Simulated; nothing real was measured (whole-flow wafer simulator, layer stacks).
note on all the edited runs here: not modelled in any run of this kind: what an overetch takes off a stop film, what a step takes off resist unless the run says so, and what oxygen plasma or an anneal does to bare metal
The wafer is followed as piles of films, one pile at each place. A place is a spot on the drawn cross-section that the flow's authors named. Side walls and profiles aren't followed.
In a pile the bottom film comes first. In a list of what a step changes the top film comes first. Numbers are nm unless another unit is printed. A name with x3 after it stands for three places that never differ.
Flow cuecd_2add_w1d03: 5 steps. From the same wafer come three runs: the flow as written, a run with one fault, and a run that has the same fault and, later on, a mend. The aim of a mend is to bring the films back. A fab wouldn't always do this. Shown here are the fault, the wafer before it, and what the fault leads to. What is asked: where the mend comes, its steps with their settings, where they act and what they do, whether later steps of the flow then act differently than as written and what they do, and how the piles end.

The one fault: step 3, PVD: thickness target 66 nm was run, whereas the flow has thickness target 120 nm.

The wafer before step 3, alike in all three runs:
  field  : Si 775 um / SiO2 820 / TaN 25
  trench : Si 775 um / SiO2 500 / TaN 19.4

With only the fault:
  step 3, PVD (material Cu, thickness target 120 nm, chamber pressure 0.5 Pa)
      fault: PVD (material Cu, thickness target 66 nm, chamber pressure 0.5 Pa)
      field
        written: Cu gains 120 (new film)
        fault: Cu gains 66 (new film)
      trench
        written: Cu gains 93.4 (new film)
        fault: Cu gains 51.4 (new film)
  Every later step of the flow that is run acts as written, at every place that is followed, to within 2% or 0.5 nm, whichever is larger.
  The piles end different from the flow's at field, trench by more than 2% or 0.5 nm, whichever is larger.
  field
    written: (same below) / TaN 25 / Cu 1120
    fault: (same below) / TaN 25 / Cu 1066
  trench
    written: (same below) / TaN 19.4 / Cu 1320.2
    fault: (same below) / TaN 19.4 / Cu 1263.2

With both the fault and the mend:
  After step 3 comes the mend.
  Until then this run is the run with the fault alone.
  step 3a, PVD (material Cu, thickness target 54 nm, chamber pressure 0.5 Pa) (a further turn of the flow's step 3, with different settings)
      field
        Cu gains 54
      trench
        Cu gains 40.9
  Every later step of the flow that is run acts as written, at every place that is followed, to within 2% or 0.5 nm, whichever is larger.
  At the end the piles are close to the flow's at the places that both follow, differing by at most 2% or 0.5 nm, whichever is larger.
